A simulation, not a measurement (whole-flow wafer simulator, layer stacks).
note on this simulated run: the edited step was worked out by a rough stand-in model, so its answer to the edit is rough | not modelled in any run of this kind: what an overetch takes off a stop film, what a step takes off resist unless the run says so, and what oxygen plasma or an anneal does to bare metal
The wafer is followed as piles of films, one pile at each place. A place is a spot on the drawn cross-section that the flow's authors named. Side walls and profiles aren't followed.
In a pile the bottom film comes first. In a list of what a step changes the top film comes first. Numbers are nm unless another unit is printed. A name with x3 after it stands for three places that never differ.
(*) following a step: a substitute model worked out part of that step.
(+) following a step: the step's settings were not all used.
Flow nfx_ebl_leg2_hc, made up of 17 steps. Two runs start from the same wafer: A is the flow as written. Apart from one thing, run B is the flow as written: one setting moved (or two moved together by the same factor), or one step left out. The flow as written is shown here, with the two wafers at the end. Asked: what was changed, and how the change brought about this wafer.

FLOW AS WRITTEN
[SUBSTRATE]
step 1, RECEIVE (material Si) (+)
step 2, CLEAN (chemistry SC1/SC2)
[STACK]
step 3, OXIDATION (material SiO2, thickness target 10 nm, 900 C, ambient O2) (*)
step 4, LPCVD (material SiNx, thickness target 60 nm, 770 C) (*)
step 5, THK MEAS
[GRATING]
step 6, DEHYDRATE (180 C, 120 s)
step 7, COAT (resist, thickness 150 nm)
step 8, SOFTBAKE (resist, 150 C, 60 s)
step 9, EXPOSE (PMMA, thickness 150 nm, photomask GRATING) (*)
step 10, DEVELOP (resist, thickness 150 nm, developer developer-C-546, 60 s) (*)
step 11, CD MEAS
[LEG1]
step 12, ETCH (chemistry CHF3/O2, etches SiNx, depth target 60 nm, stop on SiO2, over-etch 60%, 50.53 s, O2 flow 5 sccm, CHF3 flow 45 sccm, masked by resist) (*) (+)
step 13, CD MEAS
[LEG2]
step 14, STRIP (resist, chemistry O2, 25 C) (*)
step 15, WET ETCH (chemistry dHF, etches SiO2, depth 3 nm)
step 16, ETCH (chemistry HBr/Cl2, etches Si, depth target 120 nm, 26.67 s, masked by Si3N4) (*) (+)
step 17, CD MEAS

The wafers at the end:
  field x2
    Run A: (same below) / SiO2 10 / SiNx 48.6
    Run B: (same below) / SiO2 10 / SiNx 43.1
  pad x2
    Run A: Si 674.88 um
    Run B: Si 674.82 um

What caused this: step 16, ETCH: depth target 177 nm was run, while the flow as written has depth target 120 nm; step 16, ETCH: 39.33 s was run, where the flow has 26.67 s.

Step by step, how the change led to this:
  step 16, ETCH (chemistry HBr/Cl2, etches Si, depth target 120 nm, 26.67 s, masked by Si3N4) (*) (+)
      field x2: A -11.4 SiNx | B -16.9 SiNx
      pad x2: A -120 Si | B -177 Si
